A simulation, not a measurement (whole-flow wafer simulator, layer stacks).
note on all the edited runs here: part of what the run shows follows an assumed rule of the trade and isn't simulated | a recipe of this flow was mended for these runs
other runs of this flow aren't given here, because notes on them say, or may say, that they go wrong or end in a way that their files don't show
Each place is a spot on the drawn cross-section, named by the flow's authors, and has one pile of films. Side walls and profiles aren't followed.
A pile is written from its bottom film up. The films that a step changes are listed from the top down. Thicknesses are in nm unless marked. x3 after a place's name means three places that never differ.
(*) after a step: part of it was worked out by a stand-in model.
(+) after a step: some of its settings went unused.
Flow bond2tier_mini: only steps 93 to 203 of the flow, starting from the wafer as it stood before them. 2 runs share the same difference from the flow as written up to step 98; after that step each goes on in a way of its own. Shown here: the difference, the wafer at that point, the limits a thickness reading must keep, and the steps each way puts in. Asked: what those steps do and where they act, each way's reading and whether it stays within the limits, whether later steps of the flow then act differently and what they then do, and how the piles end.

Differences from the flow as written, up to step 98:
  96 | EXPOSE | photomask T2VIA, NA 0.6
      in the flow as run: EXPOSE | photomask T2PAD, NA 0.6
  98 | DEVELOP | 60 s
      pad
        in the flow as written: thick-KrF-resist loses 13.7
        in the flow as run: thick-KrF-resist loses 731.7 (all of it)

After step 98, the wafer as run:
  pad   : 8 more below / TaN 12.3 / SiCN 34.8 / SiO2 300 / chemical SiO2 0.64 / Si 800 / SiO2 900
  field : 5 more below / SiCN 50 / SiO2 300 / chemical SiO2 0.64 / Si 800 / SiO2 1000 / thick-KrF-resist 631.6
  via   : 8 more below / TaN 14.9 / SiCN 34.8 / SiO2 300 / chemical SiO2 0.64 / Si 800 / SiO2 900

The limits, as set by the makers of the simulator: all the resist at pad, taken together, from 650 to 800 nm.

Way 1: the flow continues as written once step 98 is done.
  The reading taken after step 98 is 0 nm, which is outside the limits.
  Later steps of the flow acting differently than as written (5 other steps are not shown; they differ only slightly, by no more than 2% or 0.5 nm, whichever is larger):
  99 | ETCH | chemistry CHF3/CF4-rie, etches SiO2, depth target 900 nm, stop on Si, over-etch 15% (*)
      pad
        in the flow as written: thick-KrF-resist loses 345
        going this way: SiO2 loses 900 (all of it), Si loses 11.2
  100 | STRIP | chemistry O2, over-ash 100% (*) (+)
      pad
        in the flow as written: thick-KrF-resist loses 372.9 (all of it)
        going this way: nothing
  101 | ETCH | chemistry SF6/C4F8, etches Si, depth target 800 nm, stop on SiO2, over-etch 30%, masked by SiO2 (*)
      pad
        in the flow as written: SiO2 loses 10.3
        going this way: Si loses 788.8 (all of it), chemical SiO2 loses 0.64 (all of it), SiO2 loses 1.87
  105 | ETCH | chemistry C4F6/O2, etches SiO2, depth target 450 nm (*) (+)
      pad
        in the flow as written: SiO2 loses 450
        going this way: SiO2 loses 348.1 (all of it), SiCN loses 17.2
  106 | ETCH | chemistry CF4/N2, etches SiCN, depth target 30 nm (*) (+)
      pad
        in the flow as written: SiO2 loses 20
        going this way: SiCN loses 17.6 (all of it), TaN loses 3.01
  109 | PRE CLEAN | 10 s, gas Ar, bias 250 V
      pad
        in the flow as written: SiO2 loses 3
        going this way: TaN loses 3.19
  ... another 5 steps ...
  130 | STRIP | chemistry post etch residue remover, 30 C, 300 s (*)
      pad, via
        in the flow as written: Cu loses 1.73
        going this way: nothing
  By the end, the piles at pad, via depart from the flow's by more than 2% or 0.5 nm, whichever is larger.
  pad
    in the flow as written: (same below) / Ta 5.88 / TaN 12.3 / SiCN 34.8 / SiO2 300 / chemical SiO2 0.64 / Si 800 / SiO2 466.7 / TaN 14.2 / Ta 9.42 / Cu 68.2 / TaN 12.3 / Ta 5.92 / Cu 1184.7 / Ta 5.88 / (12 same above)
    going this way: (same below) / Ta 5.88 / TaN 15.1 / Ta 6.04 / Cu 1687 / SiCN 0.44 / TaN 12.3 / Ta 5.9 / Cu 1188.4 / Ta 5.88 / (12 same above)
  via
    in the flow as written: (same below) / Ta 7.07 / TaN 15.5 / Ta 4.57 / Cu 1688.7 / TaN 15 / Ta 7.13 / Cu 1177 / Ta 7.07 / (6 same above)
    going this way: (same below) / Ta 7.07 / TaN 18.8 / Ta 6.79 / Cu 1685.1 / SiCN 0.44 / TaN 14.9 / Ta 7.11 / Cu 1180.8 / Ta 7.07 / (6 same above)

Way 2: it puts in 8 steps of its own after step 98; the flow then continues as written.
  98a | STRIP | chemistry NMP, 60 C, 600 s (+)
      field
        thick-KrF-resist loses 631.6 (all of it)
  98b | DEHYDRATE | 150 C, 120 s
      does not change any film at any place that is followed
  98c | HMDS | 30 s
      does not change any film at any place that is followed
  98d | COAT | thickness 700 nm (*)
      field
        thick-KrF-resist gains 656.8 (new film)
      pad
        thick-KrF-resist gains 744.9 (new film)
      via
        thick-KrF-resist gains 739.8 (new film)
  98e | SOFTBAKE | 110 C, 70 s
      does not change any film at any place that is followed
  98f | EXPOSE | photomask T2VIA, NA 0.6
      does not change any film at any place that is followed
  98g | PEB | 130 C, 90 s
      field
        thick-KrF-resist loses 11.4
      pad
        thick-KrF-resist loses 13.2
      via
        thick-KrF-resist loses 13.1
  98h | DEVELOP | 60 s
      field, pad
        thick-KrF-resist loses 13.7
      via
        thick-KrF-resist loses 726.7 (all of it)
  The reading taken after step 98h is 717.9 nm, which is within the limits.
  None of the later steps of the flow acts differently than as written at any place that is followed.
  The piles end the same as the flow's at every place that both follow.

Inside the limits: way 2. Outside the limits: way 1.
